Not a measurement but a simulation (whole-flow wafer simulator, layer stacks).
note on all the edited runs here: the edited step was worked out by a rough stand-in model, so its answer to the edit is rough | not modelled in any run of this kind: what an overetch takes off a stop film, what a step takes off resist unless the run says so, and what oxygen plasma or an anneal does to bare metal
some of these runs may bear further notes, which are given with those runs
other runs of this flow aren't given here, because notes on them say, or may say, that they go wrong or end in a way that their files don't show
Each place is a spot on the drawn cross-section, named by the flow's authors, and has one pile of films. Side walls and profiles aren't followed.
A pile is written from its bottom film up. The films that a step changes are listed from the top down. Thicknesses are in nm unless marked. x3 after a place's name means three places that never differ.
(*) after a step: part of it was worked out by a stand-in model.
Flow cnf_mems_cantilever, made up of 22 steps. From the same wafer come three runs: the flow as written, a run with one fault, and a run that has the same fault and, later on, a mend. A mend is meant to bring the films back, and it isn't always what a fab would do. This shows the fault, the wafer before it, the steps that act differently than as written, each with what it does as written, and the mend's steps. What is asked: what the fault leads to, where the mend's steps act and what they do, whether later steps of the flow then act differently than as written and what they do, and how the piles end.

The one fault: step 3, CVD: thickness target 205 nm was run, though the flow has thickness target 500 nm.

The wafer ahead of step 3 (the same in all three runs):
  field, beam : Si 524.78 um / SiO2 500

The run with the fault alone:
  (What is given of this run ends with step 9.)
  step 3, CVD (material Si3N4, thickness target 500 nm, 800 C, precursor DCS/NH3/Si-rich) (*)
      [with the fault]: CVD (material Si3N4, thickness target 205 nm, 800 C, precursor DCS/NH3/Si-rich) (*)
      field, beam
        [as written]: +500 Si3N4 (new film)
        [with the fault]: +205 Si3N4 (new film)
  Every later step of the flow up to step 9 that is run acts as written at every place that is followed.
  Once step 9 is done, the piles at field, beam depart from the flow's by more than 2% or 0.5 nm, whichever is larger.
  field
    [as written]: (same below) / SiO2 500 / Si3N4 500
    [with the fault]: (same below) / SiO2 500 / Si3N4 205
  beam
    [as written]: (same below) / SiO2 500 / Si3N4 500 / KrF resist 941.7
    [with the fault]: (same below) / SiO2 500 / Si3N4 205 / KrF resist 941.7

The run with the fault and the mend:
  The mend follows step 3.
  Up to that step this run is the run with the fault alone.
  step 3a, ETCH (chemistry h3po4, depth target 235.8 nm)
      field, beam
        -205 Si3N4 (all of it)
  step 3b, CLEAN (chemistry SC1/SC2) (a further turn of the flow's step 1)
      does not change any film at any place that is followed
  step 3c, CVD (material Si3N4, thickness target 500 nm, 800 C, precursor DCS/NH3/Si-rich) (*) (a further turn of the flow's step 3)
      field, beam
        +500 Si3N4 (new film)
  Every later step of the flow that is run acts as written at every place that is followed.
  At every place that both follow, the piles at the end match the flow's.
